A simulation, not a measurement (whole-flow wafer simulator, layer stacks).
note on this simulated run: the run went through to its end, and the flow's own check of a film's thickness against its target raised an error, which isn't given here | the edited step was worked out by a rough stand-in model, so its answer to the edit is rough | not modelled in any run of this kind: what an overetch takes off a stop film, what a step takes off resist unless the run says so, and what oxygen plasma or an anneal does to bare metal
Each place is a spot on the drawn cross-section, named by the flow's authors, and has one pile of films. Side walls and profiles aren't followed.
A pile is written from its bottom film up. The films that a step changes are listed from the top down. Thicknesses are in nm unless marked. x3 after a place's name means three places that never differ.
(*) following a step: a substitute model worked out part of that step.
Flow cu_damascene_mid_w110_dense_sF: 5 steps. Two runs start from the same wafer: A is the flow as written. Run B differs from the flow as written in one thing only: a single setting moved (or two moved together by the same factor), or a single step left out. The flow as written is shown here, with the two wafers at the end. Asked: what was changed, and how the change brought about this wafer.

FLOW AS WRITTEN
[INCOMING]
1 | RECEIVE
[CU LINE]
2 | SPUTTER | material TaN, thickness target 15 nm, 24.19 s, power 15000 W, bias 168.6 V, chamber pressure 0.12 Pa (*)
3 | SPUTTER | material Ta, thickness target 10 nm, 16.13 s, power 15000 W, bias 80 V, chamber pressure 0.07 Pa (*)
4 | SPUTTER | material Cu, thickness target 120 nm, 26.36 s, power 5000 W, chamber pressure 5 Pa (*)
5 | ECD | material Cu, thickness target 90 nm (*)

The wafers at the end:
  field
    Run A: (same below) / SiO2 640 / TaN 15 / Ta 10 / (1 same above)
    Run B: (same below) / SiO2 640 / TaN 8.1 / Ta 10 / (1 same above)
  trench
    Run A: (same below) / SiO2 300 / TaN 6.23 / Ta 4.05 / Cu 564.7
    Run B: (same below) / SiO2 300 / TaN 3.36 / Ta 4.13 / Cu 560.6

What caused this: step 2, SPUTTER: thickness target 8.1 nm was run, while the flow as written has thickness target 15 nm; step 2, SPUTTER: 13.01 s was run, where the flow has 24.19 s.
The wafer itself shows it: field has TaN 8.1, and step 2 as written asks for 15 nm.

Step by step, how the change led to this:
  2 | SPUTTER | material TaN, thickness target 15 nm, 24.19 s, power 15000 W, bias 168.6 V, chamber pressure 0.12 Pa (*)
      field: A TaN gains 15 (new film) | B TaN gains 8.1 (new film)
      trench: A TaN gains 6.23 (new film) | B TaN gains 3.36 (new film)
  4 | SPUTTER | material Cu, thickness target 120 nm, 26.36 s, power 5000 W, chamber pressure 5 Pa (*)
      trench: A Cu gains 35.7 (new film) | B Cu gains 36.5 (new film)
